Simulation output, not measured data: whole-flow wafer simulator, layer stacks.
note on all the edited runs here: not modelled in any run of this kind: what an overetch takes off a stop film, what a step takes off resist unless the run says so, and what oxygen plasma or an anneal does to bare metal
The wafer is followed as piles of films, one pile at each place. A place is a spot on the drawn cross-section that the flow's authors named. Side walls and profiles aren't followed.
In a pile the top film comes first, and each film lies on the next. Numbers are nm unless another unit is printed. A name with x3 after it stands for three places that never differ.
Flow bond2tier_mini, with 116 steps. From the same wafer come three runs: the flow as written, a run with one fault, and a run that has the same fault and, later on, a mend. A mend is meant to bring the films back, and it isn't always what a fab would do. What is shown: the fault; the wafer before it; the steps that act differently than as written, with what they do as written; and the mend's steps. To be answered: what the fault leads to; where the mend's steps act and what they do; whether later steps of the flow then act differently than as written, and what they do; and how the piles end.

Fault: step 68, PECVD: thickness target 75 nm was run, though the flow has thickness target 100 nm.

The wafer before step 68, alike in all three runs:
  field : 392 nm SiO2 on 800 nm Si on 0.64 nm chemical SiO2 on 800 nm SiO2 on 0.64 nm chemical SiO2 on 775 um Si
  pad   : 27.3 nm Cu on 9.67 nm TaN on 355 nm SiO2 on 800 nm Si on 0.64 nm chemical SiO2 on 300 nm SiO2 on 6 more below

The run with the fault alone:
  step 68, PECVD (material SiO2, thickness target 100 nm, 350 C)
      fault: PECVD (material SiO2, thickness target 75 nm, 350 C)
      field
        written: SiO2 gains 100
        fault: SiO2 gains 75
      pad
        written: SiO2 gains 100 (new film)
        fault: SiO2 gains 75 (new film)
  Steps further on in the flow that do not act as written (not shown: 1 more step that differs only slightly, by at most 2% or 0.5 nm, whichever is larger):
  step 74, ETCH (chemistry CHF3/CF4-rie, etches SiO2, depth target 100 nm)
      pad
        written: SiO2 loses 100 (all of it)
        fault: SiO2 loses 75 (all of it), Cu loses 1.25
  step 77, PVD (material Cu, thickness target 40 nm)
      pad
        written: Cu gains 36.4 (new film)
        fault: Cu gains 37.2 (new film)
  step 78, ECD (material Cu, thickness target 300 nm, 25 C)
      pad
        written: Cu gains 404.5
        fault: Cu gains 379.7
  The piles end different from the flow's at field, pad by more than 2% or 0.5 nm, whichever is larger.
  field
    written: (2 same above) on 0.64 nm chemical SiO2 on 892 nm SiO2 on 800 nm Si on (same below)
    fault: (2 same above) on 0.64 nm chemical SiO2 on 867 nm SiO2 on 800 nm Si on (same below)
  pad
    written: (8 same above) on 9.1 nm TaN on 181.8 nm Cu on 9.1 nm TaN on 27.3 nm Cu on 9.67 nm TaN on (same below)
    fault: (8 same above) on 9.1 nm TaN on 157.8 nm Cu on 9.36 nm TaN on 26.1 nm Cu on 9.67 nm TaN on (same below)

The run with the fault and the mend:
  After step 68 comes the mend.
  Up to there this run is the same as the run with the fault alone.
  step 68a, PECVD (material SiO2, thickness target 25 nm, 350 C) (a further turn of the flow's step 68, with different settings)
      field, pad
        SiO2 gains 25
  None of the later steps of the flow acts differently than as written at any place that is followed.
  The piles end the same as the flow's at every place that both follow.
